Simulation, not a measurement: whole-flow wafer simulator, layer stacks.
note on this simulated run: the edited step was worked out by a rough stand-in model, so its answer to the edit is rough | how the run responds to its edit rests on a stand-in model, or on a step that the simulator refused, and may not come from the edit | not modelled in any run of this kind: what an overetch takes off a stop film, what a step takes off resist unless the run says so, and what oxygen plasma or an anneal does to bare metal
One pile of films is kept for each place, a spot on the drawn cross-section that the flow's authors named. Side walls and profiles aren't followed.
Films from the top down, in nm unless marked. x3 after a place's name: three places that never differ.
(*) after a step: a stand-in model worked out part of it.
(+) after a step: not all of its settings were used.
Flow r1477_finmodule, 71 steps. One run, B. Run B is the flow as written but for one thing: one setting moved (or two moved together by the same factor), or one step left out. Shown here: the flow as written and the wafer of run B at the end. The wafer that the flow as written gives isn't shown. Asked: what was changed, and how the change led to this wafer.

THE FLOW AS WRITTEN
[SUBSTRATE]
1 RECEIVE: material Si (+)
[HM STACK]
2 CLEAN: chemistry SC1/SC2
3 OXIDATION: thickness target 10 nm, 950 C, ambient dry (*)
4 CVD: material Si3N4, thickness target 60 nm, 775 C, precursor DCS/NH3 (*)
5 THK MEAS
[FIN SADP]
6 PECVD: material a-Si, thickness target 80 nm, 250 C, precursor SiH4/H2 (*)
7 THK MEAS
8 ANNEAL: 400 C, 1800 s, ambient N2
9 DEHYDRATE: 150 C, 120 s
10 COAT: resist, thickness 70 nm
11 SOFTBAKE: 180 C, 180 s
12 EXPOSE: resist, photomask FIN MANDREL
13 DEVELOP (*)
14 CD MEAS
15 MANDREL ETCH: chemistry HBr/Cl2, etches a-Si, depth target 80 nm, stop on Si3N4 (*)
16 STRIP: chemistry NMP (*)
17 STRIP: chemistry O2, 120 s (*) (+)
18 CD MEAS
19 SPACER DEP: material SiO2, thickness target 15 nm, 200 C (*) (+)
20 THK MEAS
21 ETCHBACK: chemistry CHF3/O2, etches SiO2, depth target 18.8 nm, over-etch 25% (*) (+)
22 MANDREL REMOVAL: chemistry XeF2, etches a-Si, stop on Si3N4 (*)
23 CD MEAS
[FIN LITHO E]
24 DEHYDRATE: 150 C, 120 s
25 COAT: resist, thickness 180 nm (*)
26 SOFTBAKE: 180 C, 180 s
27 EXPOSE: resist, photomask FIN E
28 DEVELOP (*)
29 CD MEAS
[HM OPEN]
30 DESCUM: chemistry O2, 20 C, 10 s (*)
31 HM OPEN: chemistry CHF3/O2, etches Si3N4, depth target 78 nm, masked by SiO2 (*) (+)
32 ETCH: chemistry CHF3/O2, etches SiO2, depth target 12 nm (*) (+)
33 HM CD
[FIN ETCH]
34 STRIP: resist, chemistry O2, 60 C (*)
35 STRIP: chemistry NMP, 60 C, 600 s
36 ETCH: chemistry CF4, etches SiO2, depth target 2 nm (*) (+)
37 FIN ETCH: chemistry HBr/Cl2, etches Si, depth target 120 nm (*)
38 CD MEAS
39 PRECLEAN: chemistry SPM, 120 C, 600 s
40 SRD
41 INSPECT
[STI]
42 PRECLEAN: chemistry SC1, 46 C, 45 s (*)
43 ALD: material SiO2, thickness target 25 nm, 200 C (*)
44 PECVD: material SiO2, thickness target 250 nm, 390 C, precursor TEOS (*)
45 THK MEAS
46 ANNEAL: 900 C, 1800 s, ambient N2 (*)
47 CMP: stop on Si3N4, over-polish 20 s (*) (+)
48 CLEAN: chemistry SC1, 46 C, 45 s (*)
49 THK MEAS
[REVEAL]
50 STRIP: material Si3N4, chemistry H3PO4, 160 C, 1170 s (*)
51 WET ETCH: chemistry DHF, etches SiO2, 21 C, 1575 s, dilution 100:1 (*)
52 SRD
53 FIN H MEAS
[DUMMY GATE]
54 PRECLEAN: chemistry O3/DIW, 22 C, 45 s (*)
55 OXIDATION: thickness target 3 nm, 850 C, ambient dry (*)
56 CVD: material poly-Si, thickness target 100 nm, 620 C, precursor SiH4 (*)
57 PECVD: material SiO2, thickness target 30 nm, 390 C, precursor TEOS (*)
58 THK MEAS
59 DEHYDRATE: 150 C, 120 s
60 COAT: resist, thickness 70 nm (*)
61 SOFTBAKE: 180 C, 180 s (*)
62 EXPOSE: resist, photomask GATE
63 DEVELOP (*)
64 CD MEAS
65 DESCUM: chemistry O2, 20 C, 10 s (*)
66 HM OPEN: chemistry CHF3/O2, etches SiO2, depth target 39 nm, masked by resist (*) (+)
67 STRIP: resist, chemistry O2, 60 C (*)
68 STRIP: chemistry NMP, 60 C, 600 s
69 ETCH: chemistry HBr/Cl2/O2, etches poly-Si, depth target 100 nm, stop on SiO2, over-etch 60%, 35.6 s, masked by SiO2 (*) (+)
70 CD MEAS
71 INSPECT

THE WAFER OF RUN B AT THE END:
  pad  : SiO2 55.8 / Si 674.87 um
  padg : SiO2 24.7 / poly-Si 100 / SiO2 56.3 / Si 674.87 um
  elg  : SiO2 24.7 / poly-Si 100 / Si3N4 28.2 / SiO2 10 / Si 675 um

The cause: step 51, WET ETCH: 2441 s was run, where the flow has 1575 s.

How the change led to this, step by step:
  51 WET ETCH: chemistry DHF, etches SiO2, 21 C, 1575 s, dilution 100:1 (*)
      pad, padg, e40sg and 12 more: SiO2 -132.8 (as written it would be: SiO2 -85.7)
      elg, e40lg, e100lg, e200lg, elo, e40lo, e100lo, e200lo: SiO2 -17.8 (all of it), Si3N4 -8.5 (as written it would be: SiO2 -17.8 (all of it), Si3N4 -4.97)
      (and at 7 more places)
  56 CVD: material poly-Si, thickness target 100 nm, 620 C, precursor SiH4 (*)
      s40cg, s40co: poly-Si +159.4 (new film) (as written it would be: poly-Si +113.9 (new film))
      s45cg, s45co: poly-Si +159.4 (new film) (as written it would be: poly-Si +113.4 (new film))
      (and at 3 more places)
  60 COAT: resist, thickness 70 nm (*)
      e40lg, e100lg, e200lg, elo, e40lo, e100lo, e200lo: resist +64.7 (new film) (as written it would be: resist +66.9 (new film))
      e40sg, eso, e40so: resist +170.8 (new film) (as written it would be: resist +129.5 (new film))
      (and at 18 more places)
  63 DEVELOP (*)
      elo, e40lo, e100lo, e200lo: resist -64.7 (all of it) (as written it would be: resist -66.9 (all of it))
      eso, e40so: resist -170.8 (all of it) (as written it would be: resist -129.5 (all of it))
      (and at 9 more places)
  67 STRIP: resist, chemistry O2, 60 C (*)
      e40lg, e100lg, e200lg: resist -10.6 (all of it) (as written it would be: resist -12.8 (all of it))
      e40sg: resist -116.7 (all of it) (as written it would be: resist -75.4 (all of it))
      (and at 11 more places)
  69 ETCH: chemistry HBr/Cl2/O2, etches poly-Si, depth target 100 nm, stop on SiO2, over-etch 60%, 35.6 s, masked by SiO2 (*) (+)
      s40co: chemical SiO2 -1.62 (all of it), poly-Si -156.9 (all of it) (as written it would be: chemical SiO2 -1.46 (all of it), poly-Si -111.5 (all of it), SiO2 -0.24)
      s45co: chemical SiO2 -1.62 (all of it), poly-Si -156.9 (all of it) (as written it would be: chemical SiO2 -1.46 (all of it), poly-Si -110.9 (all of it), SiO2 -0.25)
      (and at 1 more place)
